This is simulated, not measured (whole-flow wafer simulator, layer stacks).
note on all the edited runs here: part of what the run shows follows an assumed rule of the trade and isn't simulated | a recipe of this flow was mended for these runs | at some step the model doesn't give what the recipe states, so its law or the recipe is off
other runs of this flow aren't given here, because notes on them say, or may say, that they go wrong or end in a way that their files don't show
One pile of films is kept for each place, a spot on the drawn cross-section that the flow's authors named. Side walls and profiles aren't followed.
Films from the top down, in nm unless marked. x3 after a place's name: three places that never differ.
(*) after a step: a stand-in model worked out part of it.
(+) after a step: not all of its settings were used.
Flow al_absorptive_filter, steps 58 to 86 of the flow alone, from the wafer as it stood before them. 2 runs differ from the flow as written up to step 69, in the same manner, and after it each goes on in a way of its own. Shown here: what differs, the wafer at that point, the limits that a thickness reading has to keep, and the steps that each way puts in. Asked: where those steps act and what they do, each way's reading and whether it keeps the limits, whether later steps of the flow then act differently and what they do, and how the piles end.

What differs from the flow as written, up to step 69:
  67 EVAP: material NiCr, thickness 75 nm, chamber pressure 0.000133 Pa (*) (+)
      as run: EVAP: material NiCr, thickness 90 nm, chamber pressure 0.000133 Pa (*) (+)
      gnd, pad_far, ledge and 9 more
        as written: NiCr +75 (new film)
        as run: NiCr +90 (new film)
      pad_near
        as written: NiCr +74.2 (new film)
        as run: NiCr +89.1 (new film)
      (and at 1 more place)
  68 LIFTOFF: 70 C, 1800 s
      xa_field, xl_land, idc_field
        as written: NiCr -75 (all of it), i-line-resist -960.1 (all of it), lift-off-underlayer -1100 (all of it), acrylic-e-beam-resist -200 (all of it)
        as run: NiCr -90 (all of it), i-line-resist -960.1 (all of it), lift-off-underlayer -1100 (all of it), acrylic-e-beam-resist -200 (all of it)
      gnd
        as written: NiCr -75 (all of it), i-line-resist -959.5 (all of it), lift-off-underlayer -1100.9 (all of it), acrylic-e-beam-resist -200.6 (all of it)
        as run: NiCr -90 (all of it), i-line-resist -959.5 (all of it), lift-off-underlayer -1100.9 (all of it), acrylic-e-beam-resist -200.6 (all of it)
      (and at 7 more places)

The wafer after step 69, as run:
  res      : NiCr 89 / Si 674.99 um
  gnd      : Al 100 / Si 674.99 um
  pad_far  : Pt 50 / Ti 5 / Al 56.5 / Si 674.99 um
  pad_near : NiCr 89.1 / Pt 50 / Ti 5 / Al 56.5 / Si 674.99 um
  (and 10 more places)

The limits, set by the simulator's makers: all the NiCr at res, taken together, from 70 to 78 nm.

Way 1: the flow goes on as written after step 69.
  The reading after step 69: 89 nm, outside the limits.
  Later steps of the flow that act differently than as written (9 more steps differ only slightly, by at most 2% or 0.5 nm, whichever is larger, and aren't shown):
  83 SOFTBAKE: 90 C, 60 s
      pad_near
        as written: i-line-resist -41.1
        this way: i-line-resist -42.1
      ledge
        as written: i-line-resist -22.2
        this way: i-line-resist -23.2
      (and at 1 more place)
  At the end the piles differ from the flow's by more than 2% or 0.5 nm, whichever is larger, at pad_near, ledge, res.
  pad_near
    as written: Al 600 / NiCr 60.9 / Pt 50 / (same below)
    this way: Al 600 / NiCr 75.8 / Pt 50 / (same below)
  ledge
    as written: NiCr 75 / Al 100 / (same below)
    this way: NiCr 90 / Al 100 / (same below)
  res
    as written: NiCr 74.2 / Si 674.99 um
    this way: NiCr 89 / Si 674.99 um

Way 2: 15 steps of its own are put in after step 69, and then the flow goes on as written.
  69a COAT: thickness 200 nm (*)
      xa_field, xl_land, idc_field
        acrylic-e-beam-resist +200 (new film)
      gnd
        acrylic-e-beam-resist +199.1 (new film)
      pad_far
        acrylic-e-beam-resist +203.9 (new film)
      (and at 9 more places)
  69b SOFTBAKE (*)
      changes no film at any place that is followed
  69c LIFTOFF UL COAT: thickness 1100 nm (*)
      xa_field, xl_land, idc_field
        lift-off-underlayer +1100 (new film)
      gnd
        lift-off-underlayer +1104.4 (new film)
      pad_far
        lift-off-underlayer +1101.6 (new film)
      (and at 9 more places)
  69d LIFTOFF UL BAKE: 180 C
      changes no film at any place that is followed
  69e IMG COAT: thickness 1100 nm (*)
      xa_field, xl_land, idc_field
        i-line-resist +1100 (new film)
      idc_line, idc_space
        i-line-resist +1099.7 (new film)
      gnd
        i-line-resist +1102.5 (new film)
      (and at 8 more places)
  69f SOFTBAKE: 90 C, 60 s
      pad_near
        i-line-resist -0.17
      ledge
        i-line-resist -0.12
      xa_margin
        i-line-resist -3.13
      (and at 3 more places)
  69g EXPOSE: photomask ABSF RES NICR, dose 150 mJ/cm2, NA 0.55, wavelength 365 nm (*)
      changes no film at any place that is followed
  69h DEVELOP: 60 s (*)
      gnd, pad_far, xa_field and 8 more
        i-line-resist -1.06
      pad_near
        i-line-resist -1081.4 (all of it), lift-off-underlayer -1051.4 (all of it)
      ledge
        i-line-resist -1085.3 (all of it), lift-off-underlayer -1069.7 (all of it)
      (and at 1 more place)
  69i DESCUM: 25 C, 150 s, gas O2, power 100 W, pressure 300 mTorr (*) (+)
      gnd, pad_far, xa_field and 8 more
        i-line-resist -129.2
      pad_near
        acrylic-e-beam-resist -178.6 (all of it)
      ledge
        acrylic-e-beam-resist -166.4 (all of it)
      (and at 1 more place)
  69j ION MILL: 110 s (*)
      gnd, pad_far, xa_field and 8 more
        i-line-resist -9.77
      pad_near, ledge, res
        NiCr -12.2
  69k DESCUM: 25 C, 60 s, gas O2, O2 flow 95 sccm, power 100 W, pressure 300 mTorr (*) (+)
      gnd, pad_far, xa_field and 8 more
        i-line-resist -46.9
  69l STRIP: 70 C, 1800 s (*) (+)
      xa_field, xl_land, idc_field
        i-line-resist -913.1 (all of it), lift-off-underlayer -1100 (all of it), acrylic-e-beam-resist -200 (all of it)
      gnd
        i-line-resist -915.6 (all of it), lift-off-underlayer -1104.4 (all of it), acrylic-e-beam-resist -199.1 (all of it)
      pad_far
        i-line-resist -905.9 (all of it), lift-off-underlayer -1101.6 (all of it), acrylic-e-beam-resist -203.9 (all of it)
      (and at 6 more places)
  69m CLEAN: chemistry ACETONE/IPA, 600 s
      changes no film at any place that is followed
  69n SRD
      changes no film at any place that is followed
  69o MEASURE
      changes no film at any place that is followed
  The reading after step 69o: 76.8 nm, within the limits.
  No later step of the flow acts differently than as written, at any place that is followed, by more than 2% or 0.5 nm, whichever is larger.
  At the end the piles differ from the flow's by more than 2% or 0.5 nm, whichever is larger, at pad_near, ledge, res.
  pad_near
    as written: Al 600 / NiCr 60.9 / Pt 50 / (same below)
    this way: Al 600 / NiCr 63.6 / Pt 50 / (same below)
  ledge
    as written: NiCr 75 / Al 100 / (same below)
    this way: NiCr 77.8 / Al 100 / (same below)
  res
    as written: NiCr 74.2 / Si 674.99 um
    this way: NiCr 76.8 / Si 674.99 um

Within the limits: way 2. Outside them: way 1.
